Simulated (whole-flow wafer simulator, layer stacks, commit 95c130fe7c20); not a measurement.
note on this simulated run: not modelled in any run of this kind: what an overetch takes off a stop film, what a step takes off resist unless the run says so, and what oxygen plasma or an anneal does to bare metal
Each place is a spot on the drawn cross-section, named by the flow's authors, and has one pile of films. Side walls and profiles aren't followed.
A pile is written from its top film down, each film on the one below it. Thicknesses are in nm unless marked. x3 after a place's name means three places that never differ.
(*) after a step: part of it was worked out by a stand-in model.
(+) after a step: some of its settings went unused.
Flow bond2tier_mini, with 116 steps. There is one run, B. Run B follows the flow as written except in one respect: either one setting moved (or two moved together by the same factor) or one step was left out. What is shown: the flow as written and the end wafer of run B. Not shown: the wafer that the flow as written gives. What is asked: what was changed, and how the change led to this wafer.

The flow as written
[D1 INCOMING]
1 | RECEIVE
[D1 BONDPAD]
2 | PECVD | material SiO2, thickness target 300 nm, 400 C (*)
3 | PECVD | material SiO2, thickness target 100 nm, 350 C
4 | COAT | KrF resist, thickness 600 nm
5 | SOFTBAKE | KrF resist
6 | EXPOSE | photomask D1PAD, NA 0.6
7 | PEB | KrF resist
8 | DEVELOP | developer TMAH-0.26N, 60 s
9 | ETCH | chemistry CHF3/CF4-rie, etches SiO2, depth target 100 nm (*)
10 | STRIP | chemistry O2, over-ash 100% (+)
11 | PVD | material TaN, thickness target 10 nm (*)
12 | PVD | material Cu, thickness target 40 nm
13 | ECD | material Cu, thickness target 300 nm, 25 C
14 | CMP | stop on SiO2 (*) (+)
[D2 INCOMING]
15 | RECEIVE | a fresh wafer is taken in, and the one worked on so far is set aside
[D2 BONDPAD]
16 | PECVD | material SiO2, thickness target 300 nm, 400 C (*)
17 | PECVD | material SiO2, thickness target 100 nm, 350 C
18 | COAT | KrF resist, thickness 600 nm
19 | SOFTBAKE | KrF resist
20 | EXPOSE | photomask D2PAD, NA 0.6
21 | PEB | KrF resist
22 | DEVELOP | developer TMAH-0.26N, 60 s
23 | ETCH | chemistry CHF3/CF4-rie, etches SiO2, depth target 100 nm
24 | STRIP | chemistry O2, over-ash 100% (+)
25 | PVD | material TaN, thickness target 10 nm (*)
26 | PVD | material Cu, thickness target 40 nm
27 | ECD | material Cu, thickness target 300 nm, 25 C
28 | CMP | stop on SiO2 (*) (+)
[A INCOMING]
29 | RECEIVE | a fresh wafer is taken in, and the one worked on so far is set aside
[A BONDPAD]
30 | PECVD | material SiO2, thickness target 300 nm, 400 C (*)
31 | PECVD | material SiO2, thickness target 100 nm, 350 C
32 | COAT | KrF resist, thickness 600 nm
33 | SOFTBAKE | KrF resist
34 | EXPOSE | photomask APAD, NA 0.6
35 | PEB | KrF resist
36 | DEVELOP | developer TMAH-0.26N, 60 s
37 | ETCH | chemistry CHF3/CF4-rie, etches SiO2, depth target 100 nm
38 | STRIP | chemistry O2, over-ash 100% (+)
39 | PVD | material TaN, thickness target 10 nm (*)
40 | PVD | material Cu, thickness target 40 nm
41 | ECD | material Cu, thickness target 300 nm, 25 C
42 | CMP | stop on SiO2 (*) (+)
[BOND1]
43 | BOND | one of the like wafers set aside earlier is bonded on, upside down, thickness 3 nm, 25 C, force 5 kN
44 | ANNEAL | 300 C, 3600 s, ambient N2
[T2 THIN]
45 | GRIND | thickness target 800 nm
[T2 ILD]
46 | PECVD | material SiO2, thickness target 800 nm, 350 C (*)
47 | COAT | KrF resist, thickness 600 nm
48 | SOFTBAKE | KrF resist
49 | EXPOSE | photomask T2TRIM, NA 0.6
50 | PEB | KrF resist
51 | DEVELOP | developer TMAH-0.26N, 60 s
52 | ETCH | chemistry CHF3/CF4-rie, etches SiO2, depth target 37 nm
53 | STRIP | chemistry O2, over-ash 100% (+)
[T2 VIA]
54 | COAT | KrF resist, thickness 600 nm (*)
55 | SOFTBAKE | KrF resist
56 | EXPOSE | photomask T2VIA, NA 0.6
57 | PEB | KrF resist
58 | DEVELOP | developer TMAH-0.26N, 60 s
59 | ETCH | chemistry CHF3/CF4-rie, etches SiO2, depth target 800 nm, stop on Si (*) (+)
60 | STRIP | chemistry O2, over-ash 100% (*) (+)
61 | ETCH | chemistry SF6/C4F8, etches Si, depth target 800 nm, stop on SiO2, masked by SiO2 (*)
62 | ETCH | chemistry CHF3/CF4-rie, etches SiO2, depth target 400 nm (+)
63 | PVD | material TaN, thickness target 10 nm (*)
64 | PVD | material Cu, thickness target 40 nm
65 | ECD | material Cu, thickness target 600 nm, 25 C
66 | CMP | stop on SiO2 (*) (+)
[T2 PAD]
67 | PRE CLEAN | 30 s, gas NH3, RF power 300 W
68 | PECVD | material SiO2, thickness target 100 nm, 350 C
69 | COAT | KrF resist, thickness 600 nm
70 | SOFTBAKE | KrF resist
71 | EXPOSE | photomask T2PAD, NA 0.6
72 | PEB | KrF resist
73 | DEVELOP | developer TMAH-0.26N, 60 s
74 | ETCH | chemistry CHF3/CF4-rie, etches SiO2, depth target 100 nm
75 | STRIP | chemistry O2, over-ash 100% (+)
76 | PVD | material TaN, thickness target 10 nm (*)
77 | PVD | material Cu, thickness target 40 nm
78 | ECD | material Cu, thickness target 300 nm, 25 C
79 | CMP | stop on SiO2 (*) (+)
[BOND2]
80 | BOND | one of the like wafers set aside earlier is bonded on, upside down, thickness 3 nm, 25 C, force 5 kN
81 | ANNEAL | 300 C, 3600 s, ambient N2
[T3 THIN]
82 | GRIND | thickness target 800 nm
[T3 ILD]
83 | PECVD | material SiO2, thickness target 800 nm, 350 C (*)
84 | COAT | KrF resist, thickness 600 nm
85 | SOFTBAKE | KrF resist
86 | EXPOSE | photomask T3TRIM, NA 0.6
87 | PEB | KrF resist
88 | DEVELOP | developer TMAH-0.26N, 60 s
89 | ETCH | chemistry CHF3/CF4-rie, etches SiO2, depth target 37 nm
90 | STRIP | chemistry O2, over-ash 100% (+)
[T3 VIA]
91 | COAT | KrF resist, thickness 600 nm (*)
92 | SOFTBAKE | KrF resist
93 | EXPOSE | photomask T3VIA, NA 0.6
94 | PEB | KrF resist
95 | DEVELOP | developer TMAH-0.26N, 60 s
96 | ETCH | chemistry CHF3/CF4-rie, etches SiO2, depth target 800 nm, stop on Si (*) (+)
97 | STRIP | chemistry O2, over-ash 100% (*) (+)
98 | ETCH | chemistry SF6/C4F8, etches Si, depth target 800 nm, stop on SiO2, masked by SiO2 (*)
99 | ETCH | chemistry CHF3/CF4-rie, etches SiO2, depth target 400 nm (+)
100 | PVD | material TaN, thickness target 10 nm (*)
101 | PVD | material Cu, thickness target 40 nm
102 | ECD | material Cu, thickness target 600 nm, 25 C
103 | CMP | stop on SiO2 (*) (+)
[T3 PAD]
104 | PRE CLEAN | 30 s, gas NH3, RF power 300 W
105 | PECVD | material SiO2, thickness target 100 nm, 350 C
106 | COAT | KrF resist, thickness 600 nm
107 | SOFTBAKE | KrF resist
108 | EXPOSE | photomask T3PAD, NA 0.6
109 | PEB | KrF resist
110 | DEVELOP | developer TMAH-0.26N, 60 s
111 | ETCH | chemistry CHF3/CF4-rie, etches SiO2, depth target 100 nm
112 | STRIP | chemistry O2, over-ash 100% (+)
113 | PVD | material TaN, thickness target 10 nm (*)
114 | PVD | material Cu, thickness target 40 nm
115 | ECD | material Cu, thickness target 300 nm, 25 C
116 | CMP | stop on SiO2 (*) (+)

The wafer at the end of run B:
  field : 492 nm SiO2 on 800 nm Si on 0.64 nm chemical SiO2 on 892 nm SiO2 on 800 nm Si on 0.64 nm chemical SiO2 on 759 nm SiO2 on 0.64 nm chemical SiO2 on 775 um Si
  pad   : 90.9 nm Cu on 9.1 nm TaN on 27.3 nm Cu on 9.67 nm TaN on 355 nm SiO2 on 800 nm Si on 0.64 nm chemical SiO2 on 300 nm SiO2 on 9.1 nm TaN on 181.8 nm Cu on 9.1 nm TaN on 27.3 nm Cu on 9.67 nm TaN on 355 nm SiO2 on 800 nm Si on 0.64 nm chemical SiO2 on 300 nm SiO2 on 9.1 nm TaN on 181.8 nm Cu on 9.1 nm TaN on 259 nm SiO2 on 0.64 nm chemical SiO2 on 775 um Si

Cause: step 31, PECVD: thickness target 59 nm was run, whereas the flow has thickness target 100 nm.

The path from the change to this, step by step:
  31 | PECVD | material SiO2, thickness target 100 nm, 350 C
      field, pad, via: +59 SiO2 (as written it would have been: +100 SiO2)
